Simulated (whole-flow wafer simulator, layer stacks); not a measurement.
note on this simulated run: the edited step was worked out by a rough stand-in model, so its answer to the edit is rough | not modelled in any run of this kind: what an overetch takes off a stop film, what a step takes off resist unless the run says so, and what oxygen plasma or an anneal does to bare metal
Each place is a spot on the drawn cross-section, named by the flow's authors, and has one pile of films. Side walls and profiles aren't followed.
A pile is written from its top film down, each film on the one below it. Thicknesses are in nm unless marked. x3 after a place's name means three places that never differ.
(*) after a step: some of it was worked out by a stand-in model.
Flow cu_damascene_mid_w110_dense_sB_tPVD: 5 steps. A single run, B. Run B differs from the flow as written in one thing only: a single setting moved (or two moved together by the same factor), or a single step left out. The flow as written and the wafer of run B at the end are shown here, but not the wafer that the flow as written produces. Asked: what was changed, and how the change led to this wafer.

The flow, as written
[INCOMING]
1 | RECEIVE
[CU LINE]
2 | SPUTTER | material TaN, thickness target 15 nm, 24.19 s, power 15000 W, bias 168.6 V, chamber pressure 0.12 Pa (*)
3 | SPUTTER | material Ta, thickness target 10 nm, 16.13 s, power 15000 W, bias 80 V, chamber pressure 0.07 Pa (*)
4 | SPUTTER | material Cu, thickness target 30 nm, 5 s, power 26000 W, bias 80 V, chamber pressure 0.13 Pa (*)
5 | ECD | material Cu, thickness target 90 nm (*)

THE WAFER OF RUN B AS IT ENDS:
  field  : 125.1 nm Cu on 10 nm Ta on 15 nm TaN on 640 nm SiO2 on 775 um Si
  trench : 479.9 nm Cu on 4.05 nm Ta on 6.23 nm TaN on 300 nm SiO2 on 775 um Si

Cause: step 4, SPUTTER: 5.94 s was run, though the flow has 5 s; step 4, SPUTTER: chamber pressure 0.154 Pa was run, where the flow has chamber pressure 0.13 Pa.

The path from the change to this, step by step:
  4 | SPUTTER | material Cu, thickness target 30 nm, 5 s, power 26000 W, bias 80 V, chamber pressure 0.13 Pa (*)
      field: Cu gains 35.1 (new film) (it would be, as written: Cu gains 30 (new film))
      trench: Cu gains 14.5 (new film) (it would be, as written: Cu gains 12.5 (new film))
